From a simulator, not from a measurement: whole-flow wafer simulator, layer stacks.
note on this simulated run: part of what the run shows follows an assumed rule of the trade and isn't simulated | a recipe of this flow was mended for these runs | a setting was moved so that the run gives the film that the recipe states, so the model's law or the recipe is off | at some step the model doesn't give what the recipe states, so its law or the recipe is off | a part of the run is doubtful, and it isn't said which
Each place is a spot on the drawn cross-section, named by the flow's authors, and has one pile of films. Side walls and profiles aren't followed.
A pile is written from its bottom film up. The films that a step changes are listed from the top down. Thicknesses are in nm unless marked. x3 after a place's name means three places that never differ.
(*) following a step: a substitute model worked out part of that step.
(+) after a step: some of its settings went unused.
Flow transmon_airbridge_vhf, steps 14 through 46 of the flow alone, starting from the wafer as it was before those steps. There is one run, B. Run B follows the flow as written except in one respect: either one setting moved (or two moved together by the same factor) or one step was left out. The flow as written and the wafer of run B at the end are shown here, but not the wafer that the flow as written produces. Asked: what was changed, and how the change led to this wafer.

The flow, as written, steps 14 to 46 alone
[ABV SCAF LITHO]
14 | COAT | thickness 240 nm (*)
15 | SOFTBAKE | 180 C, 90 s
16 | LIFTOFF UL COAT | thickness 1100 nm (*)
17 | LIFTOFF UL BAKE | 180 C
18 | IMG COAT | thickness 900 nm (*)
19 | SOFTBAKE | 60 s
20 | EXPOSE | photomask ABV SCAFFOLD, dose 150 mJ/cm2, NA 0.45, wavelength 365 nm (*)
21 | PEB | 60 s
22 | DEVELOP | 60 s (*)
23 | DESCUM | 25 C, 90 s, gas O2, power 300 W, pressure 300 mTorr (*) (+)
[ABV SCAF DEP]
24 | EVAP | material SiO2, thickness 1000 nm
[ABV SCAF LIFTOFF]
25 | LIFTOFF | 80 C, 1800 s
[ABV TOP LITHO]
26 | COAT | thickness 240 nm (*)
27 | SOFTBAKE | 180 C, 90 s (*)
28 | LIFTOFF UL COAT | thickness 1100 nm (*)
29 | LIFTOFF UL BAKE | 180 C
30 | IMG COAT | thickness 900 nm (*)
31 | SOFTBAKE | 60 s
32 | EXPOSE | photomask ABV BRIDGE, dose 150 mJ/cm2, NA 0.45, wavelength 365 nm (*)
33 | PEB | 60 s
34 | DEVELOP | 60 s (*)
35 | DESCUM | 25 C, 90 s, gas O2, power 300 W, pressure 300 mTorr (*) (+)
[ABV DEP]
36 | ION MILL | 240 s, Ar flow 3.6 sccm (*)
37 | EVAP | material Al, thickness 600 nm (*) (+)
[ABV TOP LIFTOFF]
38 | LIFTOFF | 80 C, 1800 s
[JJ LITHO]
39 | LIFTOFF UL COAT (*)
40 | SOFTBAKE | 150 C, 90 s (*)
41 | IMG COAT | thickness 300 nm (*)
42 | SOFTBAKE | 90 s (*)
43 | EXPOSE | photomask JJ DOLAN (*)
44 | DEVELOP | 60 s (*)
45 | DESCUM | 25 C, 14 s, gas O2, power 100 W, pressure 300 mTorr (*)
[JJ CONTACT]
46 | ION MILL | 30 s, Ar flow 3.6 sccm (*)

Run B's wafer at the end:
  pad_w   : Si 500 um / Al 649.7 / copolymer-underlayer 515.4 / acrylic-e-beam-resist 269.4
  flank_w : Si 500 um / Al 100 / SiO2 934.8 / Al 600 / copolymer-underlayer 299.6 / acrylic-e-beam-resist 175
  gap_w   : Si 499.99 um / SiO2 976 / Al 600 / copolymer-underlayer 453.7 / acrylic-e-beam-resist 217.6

The reason: step 16, LIFTOFF UL COAT: thickness 1100 nm (*), was not run.

How this came from the change, step by step:
  18 | IMG COAT | thickness 900 nm (*)
      gap_w, gap_e: i-line-resist gains 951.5 (new film) (in the flow as written it would be: i-line-resist gains 929.7 (new film))
  21 | PEB | 60 s
      gap_w, gap_e: i-line-resist loses 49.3 (in the flow as written it would be: i-line-resist loses 48)
  22 | DEVELOP | 60 s (*)
      margin_s, bridge_strip, margin_n: i-line-resist loses 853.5 (all of it) (in the flow as written it would be: i-line-resist loses 853.5 (all of it), lift-off-underlayer loses 1100 (all of it))
      flank_w, flank_e: i-line-resist loses 845.6 (all of it) (in the flow as written it would be: i-line-resist loses 861.4 (all of it), lift-off-underlayer loses 1084.6 (all of it))
      (as well as at 3 more places)
  24 | EVAP | material SiO2, thickness 1000 nm
      flank_w, flank_e: SiO2 gains 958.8 (new film) (in the flow as written it would be: SiO2 gains 905.8 (new film))
  25 | LIFTOFF | 80 C, 1800 s
      field x3, jj_line, trace_open_s x2: SiO2 loses 1000 (all of it), i-line-resist loses 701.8 (all of it), acrylic-e-beam-resist loses 240 (all of it) (in the flow as written it would be: SiO2 loses 1000 (all of it), i-line-resist loses 701.8 (all of it), lift-off-underlayer loses 1100 (all of it), acrylic-e-beam-resist loses 240 (all of it))
      pad_w, pad_e: SiO2 loses 1000 (all of it), i-line-resist loses 689 (all of it), acrylic-e-beam-resist loses 239.3 (all of it) (in the flow as written it would be: SiO2 loses 1000 (all of it), i-line-resist loses 696.3 (all of it), lift-off-underlayer loses 1089.9 (all of it), acrylic-e-beam-resist loses 239.3 (all of it))
      (as well as at 1 more place)
  26 | COAT | thickness 240 nm (*)
      flank_w, flank_e: acrylic-e-beam-resist gains 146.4 (new film) (in the flow as written it would be: acrylic-e-beam-resist gains 155.2 (new film))
  28 | LIFTOFF UL COAT | thickness 1100 nm (*)
      flank_w: lift-off-underlayer gains 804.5 (new film) (in the flow as written it would be: lift-off-underlayer gains 832.3 (new film))
      flank_e: lift-off-underlayer gains 804.5 (new film) (in the flow as written it would be: lift-off-underlayer gains 832.5 (new film))
  34 | DEVELOP | 60 s (*)
      flank_w: i-line-resist loses 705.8 (all of it), lift-off-underlayer loses 804.5 (all of it) (in the flow as written it would be: i-line-resist loses 716.4 (all of it), lift-off-underlayer loses 832.3 (all of it))
      flank_e: i-line-resist loses 705.8 (all of it), lift-off-underlayer loses 804.5 (all of it) (in the flow as written it would be: i-line-resist loses 716.4 (all of it), lift-off-underlayer loses 832.5 (all of it))
  35 | DESCUM | 25 C, 90 s, gas O2, power 300 W, pressure 300 mTorr (*) (+)
      flank_w, flank_e: acrylic-e-beam-resist loses 146.4 (all of it) (in the flow as written it would be: acrylic-e-beam-resist loses 155.2 (all of it))
  39 | LIFTOFF UL COAT (*)
      flank_w, flank_e: copolymer-underlayer gains 299.6 (new film) (in the flow as written it would be: copolymer-underlayer gains 308 (new film))
  41 | IMG COAT | thickness 300 nm (*)
      flank_w, flank_e: acrylic-e-beam-resist gains 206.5 (new film) (in the flow as written it would be: acrylic-e-beam-resist gains 217.1 (new film))
